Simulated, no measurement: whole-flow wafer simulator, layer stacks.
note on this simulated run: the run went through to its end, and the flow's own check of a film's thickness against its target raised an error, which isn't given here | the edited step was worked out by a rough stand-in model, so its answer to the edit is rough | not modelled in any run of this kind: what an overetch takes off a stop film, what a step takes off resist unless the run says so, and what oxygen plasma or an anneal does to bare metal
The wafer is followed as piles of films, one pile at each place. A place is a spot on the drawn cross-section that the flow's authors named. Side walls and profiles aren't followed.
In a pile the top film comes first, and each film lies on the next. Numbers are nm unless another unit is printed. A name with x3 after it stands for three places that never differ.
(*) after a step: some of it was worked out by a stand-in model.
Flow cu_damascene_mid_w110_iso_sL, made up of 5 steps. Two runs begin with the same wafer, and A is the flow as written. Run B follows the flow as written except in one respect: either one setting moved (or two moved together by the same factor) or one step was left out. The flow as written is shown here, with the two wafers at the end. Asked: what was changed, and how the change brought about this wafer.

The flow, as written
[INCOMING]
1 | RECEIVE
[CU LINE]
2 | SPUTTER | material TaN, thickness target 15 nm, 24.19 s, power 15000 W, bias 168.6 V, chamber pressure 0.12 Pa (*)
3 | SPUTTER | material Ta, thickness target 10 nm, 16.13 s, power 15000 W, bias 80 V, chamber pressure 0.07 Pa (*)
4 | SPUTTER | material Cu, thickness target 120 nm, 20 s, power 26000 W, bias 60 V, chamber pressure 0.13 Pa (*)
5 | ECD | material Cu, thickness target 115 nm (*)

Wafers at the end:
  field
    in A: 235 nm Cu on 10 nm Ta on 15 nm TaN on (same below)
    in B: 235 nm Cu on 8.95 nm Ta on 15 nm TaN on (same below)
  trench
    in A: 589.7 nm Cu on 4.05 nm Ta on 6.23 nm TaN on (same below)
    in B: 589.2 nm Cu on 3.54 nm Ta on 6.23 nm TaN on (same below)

Cause: step 3, SPUTTER: power 13420 W was run, while the flow as written has power 15000 W.

The path from the change to this, step by step:
  3 | SPUTTER | material Ta, thickness target 10 nm, 16.13 s, power 15000 W, bias 80 V, chamber pressure 0.07 Pa (*)
      field: A Ta gains 10 (new film) | B Ta gains 8.95 (new film)
      trench: A Ta gains 4.05 (new film) | B Ta gains 3.54 (new film)
